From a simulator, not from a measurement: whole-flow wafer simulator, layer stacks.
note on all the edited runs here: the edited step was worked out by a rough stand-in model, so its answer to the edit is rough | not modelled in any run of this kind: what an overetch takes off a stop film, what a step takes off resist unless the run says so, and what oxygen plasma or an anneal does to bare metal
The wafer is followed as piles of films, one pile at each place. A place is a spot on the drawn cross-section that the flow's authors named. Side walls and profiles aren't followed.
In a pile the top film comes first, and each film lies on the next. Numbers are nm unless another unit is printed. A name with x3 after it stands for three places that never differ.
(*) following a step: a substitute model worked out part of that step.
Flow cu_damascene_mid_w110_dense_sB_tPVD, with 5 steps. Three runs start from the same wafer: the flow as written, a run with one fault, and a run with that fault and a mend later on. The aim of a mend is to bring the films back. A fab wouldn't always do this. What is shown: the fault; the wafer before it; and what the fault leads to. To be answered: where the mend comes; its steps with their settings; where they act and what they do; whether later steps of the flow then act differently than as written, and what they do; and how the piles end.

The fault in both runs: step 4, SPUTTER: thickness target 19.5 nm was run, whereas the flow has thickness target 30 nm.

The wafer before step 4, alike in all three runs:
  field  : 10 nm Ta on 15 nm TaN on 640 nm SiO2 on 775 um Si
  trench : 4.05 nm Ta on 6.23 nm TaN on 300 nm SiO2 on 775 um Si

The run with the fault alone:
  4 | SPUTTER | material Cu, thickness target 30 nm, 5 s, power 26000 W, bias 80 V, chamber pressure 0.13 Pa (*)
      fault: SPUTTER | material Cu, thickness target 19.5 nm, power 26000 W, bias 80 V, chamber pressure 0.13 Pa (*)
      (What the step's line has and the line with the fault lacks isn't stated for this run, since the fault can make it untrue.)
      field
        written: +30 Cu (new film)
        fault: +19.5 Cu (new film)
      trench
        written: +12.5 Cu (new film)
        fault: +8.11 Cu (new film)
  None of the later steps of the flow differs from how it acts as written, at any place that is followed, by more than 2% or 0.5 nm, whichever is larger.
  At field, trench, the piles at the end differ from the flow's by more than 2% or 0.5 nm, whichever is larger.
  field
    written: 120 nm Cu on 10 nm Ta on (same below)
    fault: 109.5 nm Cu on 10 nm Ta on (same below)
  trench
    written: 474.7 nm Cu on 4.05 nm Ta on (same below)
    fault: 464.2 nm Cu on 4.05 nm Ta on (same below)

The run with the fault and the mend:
  After step 4 comes the mend.
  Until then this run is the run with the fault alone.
  4a | SPUTTER | material Cu, thickness target 10.5 nm, power 26000 W, bias 80 V, chamber pressure 0.13 Pa (*) (the flow's step 4 again, with other settings)
      field
        +10.5 Cu
      trench
        +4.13 Cu
  None of the later steps of the flow differs from how it acts as written, at any place that is followed, by more than 2% or 0.5 nm, whichever is larger.
  By the end, the piles equal the flow's at every place that both follow.
